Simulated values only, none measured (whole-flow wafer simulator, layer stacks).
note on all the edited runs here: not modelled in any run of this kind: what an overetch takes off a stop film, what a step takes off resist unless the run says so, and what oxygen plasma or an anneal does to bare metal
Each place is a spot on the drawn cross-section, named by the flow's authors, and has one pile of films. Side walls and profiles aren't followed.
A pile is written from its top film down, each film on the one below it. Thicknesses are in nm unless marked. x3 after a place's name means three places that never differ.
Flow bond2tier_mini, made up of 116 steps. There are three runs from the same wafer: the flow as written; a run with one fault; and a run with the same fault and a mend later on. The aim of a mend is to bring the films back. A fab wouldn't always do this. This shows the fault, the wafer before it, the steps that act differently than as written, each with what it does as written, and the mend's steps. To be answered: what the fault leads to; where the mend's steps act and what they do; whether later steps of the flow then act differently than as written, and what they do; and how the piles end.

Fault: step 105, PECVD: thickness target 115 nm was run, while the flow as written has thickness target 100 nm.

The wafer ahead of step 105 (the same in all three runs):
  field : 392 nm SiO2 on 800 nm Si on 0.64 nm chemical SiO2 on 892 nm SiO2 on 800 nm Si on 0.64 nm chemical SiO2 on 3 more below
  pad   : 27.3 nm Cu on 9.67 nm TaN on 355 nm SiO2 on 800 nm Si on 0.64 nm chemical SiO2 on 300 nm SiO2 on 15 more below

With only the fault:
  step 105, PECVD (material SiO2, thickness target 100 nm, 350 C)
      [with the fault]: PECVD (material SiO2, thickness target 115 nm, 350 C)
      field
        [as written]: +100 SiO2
        [with the fault]: +115 SiO2
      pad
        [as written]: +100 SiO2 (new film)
        [with the fault]: +115 SiO2 (new film)
  Steps further on in the flow that do not act as written:
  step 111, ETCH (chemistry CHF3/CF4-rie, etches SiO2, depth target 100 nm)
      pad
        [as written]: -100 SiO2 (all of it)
        [with the fault]: -100 SiO2
  At field, pad, the piles at the end differ from the flow's by more than 2% or 0.5 nm, whichever is larger.
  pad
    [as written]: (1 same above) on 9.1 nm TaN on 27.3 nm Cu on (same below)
    [with the fault]: (1 same above) on 9.1 nm TaN on 15 nm SiO2 on 27.3 nm Cu on (same below)
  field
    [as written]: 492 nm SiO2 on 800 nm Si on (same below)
    [with the fault]: 507 nm SiO2 on 800 nm Si on (same below)

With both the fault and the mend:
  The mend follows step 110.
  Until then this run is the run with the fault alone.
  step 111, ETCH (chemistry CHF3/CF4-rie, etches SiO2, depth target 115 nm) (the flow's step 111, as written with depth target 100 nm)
      field
        -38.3 KrF resist
      pad
        -115 SiO2 (all of it)
  Steps further on in the flow that do not act as written (not shown: 3 more steps that differ only slightly, by at most 2% or 0.5 nm, whichever is larger):
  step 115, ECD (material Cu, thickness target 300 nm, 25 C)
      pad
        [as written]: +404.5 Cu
        [with the mend]: +420.1 Cu
  At field, pad, the piles at the end differ from the flow's by more than 2% or 0.5 nm, whichever is larger.
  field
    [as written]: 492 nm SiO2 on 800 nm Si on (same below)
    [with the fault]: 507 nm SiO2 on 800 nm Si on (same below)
    [with the mend]: 507 nm SiO2 on 800 nm Si on (same below)
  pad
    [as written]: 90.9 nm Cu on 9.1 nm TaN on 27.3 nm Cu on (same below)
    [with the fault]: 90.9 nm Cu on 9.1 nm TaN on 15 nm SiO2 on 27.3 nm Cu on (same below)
    [with the mend]: 106 nm Cu on 8.98 nm TaN on 27.3 nm Cu on (same below)
